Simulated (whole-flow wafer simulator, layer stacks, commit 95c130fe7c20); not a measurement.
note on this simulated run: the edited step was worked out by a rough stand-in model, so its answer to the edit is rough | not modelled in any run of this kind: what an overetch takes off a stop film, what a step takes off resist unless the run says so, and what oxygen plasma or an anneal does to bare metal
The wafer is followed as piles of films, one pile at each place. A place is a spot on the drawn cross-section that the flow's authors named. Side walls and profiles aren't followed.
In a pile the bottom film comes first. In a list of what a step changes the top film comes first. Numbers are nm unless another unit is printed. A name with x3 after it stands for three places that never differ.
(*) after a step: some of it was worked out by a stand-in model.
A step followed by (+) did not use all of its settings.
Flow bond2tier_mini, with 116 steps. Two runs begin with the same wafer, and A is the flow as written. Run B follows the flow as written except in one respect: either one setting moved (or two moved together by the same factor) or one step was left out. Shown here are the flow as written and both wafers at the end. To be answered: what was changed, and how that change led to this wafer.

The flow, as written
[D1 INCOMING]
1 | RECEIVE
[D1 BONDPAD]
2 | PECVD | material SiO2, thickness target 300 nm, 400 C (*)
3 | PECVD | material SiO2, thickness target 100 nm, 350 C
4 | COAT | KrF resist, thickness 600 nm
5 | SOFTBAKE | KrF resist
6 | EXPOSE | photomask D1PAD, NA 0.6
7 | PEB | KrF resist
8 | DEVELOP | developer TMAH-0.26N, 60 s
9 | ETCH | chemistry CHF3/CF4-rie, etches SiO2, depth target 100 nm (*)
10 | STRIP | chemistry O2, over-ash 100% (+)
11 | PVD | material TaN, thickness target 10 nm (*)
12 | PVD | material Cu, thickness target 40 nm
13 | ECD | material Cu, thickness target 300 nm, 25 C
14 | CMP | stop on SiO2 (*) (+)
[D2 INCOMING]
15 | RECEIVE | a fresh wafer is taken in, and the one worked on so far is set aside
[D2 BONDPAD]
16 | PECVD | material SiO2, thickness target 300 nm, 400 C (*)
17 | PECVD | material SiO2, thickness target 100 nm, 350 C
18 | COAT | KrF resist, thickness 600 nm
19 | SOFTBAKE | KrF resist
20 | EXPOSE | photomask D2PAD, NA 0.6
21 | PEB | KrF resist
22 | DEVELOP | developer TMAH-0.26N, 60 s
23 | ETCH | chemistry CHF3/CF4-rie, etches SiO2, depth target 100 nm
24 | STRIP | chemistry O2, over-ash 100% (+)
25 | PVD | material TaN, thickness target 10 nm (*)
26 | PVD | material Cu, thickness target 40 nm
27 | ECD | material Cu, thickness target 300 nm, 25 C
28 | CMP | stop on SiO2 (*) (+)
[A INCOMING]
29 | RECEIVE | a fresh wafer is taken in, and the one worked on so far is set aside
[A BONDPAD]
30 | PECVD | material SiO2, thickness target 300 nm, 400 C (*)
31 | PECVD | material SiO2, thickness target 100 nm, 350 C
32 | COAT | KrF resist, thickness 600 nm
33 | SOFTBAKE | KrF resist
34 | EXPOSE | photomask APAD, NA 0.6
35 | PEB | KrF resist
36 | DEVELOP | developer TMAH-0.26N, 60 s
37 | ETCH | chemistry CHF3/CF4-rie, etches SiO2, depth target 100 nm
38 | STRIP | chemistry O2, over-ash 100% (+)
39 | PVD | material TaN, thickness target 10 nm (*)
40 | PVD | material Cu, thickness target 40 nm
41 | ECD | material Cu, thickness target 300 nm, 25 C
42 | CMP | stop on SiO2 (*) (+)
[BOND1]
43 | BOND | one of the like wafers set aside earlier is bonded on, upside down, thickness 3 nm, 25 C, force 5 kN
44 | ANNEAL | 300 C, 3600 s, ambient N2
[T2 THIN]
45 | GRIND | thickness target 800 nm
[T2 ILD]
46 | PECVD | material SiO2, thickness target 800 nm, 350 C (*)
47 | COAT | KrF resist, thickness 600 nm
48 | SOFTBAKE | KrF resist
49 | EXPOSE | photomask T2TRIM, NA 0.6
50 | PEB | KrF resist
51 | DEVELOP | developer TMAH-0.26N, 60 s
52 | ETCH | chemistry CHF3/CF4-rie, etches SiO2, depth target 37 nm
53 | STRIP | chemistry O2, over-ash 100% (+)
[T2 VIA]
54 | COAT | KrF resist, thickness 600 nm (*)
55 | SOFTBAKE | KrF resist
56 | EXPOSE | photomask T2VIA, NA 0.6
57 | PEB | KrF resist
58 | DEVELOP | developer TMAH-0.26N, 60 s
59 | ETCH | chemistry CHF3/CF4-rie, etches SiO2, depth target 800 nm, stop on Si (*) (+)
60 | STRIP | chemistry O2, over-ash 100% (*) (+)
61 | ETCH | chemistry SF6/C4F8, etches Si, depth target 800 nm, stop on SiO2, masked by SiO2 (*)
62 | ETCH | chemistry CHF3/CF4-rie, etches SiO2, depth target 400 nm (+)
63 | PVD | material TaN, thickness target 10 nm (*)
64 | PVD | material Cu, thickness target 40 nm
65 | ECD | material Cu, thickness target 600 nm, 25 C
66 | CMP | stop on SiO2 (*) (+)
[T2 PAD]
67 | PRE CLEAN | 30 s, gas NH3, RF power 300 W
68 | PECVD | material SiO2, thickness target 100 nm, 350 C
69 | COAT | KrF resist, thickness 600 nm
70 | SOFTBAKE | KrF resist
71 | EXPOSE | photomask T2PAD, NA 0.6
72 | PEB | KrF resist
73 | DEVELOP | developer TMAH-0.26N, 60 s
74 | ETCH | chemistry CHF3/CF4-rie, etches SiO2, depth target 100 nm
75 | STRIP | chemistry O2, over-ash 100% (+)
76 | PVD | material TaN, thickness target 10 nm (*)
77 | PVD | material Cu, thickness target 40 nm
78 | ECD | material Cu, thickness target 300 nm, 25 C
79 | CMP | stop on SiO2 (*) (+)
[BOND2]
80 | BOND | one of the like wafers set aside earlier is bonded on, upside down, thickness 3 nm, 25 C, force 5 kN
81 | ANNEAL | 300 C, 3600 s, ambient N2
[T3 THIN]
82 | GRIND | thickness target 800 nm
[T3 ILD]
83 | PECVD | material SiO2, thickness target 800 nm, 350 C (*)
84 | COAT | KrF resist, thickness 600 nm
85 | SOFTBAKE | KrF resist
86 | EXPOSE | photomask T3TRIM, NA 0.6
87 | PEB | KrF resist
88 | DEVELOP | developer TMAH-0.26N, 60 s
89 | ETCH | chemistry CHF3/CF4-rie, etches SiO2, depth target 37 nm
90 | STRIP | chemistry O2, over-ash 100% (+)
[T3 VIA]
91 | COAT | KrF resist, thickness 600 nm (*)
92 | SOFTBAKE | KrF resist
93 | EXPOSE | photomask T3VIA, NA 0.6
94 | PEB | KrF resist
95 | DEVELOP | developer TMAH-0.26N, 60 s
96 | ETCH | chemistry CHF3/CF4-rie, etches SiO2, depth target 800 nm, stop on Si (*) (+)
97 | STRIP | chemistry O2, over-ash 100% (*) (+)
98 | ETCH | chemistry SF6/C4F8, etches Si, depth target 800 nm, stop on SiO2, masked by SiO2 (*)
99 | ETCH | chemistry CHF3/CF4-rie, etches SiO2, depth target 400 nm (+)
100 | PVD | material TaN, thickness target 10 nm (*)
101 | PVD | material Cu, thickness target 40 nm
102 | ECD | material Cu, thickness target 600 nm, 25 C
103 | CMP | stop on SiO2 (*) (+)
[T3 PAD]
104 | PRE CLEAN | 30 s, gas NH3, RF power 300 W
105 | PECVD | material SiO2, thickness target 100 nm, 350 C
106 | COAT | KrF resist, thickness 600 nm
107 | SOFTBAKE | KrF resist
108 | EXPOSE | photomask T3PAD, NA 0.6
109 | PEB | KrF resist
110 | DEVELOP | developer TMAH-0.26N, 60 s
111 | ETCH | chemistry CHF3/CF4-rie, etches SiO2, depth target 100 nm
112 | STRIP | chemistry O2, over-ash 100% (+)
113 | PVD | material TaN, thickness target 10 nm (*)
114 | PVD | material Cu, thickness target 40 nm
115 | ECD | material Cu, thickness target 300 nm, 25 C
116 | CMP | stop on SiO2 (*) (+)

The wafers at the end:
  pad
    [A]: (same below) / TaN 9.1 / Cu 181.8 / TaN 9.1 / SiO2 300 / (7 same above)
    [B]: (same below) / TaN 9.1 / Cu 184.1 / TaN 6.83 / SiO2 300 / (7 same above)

Cause: step 25, PVD: thickness target 7.5 nm was run, while the flow as written has thickness target 10 nm.

How this came from the change, step by step:
  25 | PVD | material TaN, thickness target 10 nm (*)
      field: A +10 TaN (new film) | B +7.5 TaN (new film)
      pad: A +9.1 TaN (new film) | B +6.83 TaN (new film)
      (also at 1 further place)
  28 | CMP | stop on SiO2 (*) (+)
      field: A -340 Cu (all of it), -10 TaN (all of it) | B -340 Cu (all of it), -7.5 TaN (all of it)
  80 | BOND | one of the like wafers set aside earlier is bonded on, upside down, thickness 3 nm, 25 C, force 5 kN
      pad: A +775 um Si (new film), +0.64 chemical SiO2 (new film), +300 SiO2 (new film), +9.1 TaN (new film), +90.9 Cu | B +775 um Si (new film), +0.64 chemical SiO2 (new film), +300 SiO2 (new film), +6.83 TaN (new film), +93.2 Cu
